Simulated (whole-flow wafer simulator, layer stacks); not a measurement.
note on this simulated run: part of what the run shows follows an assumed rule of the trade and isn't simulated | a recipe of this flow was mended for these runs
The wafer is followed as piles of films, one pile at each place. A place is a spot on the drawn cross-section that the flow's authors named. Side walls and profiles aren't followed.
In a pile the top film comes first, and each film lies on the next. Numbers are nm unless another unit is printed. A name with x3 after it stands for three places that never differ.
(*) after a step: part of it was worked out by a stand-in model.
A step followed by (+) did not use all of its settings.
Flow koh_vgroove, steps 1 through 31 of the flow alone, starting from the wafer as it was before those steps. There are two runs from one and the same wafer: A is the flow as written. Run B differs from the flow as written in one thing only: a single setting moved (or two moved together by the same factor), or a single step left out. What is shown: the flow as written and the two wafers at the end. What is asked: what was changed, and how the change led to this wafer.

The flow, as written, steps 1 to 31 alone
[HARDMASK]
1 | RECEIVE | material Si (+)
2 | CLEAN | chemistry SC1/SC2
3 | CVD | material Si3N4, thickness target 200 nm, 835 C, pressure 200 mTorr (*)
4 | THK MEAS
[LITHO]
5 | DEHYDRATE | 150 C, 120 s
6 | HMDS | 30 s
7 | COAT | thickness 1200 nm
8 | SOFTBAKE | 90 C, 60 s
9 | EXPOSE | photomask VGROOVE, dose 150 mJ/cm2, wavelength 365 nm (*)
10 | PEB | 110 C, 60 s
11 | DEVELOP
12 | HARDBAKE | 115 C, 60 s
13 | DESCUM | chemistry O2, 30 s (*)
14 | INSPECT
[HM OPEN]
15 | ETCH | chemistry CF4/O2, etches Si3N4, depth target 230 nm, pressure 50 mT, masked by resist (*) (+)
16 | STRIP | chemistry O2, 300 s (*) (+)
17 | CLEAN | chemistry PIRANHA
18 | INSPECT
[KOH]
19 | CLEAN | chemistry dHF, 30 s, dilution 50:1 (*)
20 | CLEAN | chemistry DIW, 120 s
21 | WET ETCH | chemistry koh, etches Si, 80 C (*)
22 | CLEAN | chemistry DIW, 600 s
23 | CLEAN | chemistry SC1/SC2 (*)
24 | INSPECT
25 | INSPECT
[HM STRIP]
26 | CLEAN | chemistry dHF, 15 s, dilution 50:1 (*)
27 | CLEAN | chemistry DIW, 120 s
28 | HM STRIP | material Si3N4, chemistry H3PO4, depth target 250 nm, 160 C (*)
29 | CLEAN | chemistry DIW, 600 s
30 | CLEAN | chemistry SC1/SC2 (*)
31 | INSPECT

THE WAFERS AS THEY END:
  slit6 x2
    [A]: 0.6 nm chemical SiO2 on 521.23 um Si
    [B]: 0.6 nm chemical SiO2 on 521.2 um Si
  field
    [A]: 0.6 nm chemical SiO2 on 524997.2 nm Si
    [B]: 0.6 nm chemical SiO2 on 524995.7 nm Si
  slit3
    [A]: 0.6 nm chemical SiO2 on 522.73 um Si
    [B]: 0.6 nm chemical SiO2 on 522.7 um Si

The reason: step 3, CVD: thickness target 169 nm was run, whereas the flow has thickness target 200 nm.

How this came from the change, step by step:
  3 | CVD | material Si3N4, thickness target 200 nm, 835 C, pressure 200 mTorr (*)
      field, slit3, slit2, slit6 x2: A Si3N4 gains 200 (new film) | B Si3N4 gains 169 (new film)
  15 | ETCH | chemistry CF4/O2, etches Si3N4, depth target 230 nm, pressure 50 mT, masked by resist (*) (+)
      slit3, slit2, slit6 x2: A Si3N4 loses 200 (all of it), chemical SiO2 loses 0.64 (all of it), Si loses 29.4 | B Si3N4 loses 169 (all of it), chemical SiO2 loses 0.64 (all of it), Si loses 60.4
  28 | HM STRIP | material Si3N4, chemistry H3PO4, depth target 250 nm, 160 C (*)
      field: A Si3N4 loses 198.7 (all of it), chemical SiO2 loses 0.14, Si loses 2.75 | B Si3N4 loses 167.7 (all of it), chemical SiO2 loses 0.14, Si loses 4.3
